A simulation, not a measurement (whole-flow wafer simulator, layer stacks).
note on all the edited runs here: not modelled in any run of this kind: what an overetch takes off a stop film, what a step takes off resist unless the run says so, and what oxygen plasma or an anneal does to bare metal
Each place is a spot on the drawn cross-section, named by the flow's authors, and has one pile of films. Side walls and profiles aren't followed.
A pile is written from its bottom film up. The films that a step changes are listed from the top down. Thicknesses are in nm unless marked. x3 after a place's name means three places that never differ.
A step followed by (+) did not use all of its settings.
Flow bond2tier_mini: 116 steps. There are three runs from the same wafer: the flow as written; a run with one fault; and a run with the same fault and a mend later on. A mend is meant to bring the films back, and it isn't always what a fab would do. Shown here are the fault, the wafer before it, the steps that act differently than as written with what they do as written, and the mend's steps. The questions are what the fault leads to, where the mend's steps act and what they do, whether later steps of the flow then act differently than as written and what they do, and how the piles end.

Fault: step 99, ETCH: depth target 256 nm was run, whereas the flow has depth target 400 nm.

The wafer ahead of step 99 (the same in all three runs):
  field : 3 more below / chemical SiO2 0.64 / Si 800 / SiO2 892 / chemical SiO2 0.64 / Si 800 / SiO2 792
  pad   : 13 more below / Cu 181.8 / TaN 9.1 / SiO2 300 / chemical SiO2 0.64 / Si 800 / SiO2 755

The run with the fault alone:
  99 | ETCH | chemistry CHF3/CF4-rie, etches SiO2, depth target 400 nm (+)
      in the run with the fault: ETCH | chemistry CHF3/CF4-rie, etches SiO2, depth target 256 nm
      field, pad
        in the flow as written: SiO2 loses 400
        in the run with the fault: SiO2 loses 256
  Later steps of the flow that are run all act as written at every place that is followed.
  At field, pad, the piles at the end differ from the flow's by more than 2% or 0.5 nm, whichever is larger.
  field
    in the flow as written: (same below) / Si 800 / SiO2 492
    in the run with the fault: (same below) / Si 800 / SiO2 636
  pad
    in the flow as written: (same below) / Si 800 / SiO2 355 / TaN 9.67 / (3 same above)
    in the run with the fault: (same below) / Si 800 / SiO2 499 / TaN 9.67 / (3 same above)

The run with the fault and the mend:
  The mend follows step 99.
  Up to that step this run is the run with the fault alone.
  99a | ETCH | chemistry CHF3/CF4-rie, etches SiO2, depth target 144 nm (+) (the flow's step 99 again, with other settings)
      field, pad
        SiO2 loses 144
  Later steps of the flow that are run all act as written at every place that is followed.
  The piles end the same as the flow's at every place that both follow.
